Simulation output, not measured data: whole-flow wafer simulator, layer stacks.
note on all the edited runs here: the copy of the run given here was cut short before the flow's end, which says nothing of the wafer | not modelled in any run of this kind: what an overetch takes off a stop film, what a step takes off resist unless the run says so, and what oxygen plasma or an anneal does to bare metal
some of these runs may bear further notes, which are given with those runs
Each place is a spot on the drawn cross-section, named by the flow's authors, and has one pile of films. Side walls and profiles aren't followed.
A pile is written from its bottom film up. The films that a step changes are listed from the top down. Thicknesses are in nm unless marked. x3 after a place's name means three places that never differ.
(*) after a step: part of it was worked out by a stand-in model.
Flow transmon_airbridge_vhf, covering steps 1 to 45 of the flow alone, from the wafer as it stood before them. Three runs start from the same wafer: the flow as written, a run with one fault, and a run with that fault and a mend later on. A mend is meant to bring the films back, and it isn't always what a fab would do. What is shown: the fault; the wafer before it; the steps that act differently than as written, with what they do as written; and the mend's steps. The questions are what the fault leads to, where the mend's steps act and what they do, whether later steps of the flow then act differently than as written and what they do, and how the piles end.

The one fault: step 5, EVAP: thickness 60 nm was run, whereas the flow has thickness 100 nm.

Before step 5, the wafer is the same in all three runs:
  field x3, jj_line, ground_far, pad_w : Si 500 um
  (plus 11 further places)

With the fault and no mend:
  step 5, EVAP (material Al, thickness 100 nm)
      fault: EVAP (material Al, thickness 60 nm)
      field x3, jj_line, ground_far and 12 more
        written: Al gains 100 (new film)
        fault: Al gains 60 (new film)
  Later steps of the flow acting differently than as written (15 more steps, not shown, differ only slightly: by at most 2% or 0.5 nm, whichever is larger):
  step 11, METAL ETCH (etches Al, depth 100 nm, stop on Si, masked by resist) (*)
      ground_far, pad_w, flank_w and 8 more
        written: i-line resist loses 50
        fault: i-line resist loses 45
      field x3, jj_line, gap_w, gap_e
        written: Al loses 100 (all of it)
        fault: Al loses 60 (all of it)
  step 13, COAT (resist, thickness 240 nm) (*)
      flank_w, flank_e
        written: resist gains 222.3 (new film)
        fault: resist gains 228.9 (new film)
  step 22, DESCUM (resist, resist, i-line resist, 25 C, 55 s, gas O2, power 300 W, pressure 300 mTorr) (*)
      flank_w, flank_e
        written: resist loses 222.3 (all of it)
        fault: resist loses 228.9 (all of it)
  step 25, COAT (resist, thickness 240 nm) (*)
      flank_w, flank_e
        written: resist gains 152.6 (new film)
        fault: resist gains 157 (new film)
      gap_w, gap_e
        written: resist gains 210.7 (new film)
        fault: resist gains 206.4 (new film)
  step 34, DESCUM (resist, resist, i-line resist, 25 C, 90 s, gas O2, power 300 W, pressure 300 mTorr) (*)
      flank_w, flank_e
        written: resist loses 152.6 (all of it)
        fault: resist loses 157 (all of it)
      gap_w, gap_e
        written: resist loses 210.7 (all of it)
        fault: resist loses 206.4 (all of it)
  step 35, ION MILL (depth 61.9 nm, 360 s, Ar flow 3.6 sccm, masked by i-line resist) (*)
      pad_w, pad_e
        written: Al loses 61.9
        fault: Al loses 60 (all of it), Si loses 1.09
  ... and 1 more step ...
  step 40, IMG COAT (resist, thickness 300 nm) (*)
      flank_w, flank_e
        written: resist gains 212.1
        fault: resist gains 218.4
  The piles end different from the flow's at ground_far, pad_w, flank_w and 8 more by more than 2% or 0.5 nm, whichever is larger.
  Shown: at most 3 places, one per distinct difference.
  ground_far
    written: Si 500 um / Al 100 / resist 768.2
    fault: Si 500 um / Al 60 / resist 768.2
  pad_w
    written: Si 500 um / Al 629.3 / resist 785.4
    fault: Si 500 um / Al 591.2 / resist 786
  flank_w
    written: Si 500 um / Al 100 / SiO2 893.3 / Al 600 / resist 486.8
    fault: Si 500 um / Al 60 / SiO2 893.1 / Al 600 / resist 492.3

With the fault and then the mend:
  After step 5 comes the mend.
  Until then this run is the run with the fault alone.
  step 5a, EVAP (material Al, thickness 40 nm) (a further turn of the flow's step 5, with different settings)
      field x3, jj_line, ground_far and 12 more
        Al gains 40
  Every later step of the flow that is run acts as written at every place that is followed.
  By the end, the piles equal the flow's at every place that both follow.
